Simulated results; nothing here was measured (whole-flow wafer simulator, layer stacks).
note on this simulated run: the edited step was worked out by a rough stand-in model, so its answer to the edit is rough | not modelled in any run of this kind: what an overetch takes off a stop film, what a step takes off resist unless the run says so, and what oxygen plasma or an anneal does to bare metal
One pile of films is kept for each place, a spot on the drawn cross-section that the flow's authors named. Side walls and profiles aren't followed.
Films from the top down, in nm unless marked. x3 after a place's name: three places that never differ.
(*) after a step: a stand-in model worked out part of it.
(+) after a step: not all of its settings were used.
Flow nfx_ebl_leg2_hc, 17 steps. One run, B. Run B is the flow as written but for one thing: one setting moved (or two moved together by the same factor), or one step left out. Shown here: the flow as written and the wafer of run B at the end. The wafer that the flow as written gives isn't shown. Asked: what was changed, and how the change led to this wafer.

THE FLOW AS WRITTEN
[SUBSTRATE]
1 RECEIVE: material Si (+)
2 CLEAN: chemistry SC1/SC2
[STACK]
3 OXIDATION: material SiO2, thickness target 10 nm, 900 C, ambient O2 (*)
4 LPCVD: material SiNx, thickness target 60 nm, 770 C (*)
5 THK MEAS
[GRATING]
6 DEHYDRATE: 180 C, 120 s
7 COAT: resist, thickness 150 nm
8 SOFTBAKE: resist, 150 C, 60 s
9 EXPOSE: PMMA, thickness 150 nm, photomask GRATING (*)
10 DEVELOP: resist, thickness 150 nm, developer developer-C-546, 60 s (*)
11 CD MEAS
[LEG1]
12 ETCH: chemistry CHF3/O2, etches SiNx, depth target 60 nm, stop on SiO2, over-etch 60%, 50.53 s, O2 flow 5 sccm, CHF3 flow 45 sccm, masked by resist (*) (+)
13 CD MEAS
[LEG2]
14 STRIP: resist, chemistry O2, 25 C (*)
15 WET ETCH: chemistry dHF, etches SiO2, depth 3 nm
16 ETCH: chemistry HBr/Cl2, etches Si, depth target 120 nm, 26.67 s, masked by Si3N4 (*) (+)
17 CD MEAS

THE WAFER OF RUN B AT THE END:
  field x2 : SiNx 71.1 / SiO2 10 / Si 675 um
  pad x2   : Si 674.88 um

The cause: step 4, LPCVD: thickness target 82.5 nm was run, where the flow has thickness target 60 nm.

How the change led to this, step by step:
  4 LPCVD: material SiNx, thickness target 60 nm, 770 C (*)
      field x2, pad x2: SiNx +82.5 (new film) (as written it would be: SiNx +60 (new film))
  12 ETCH: chemistry CHF3/O2, etches SiNx, depth target 60 nm, stop on SiO2, over-etch 60%, 50.53 s, O2 flow 5 sccm, CHF3 flow 45 sccm, masked by resist (*) (+)
      pad x2: SiNx -82.5 (all of it), SiO2 -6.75 (as written it would be: SiNx -60 (all of it), SiO2 -10 (all of it))
  14 STRIP: resist, chemistry O2, 25 C (*)
      pad x2: nothing (as written it would be: chemical SiO2 +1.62 (new film), Si -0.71)
  15 WET ETCH: chemistry dHF, etches SiO2, depth 3 nm
      pad x2: SiO2 -3.25 (all of it) (as written it would be: chemical SiO2 -1.62 (all of it))
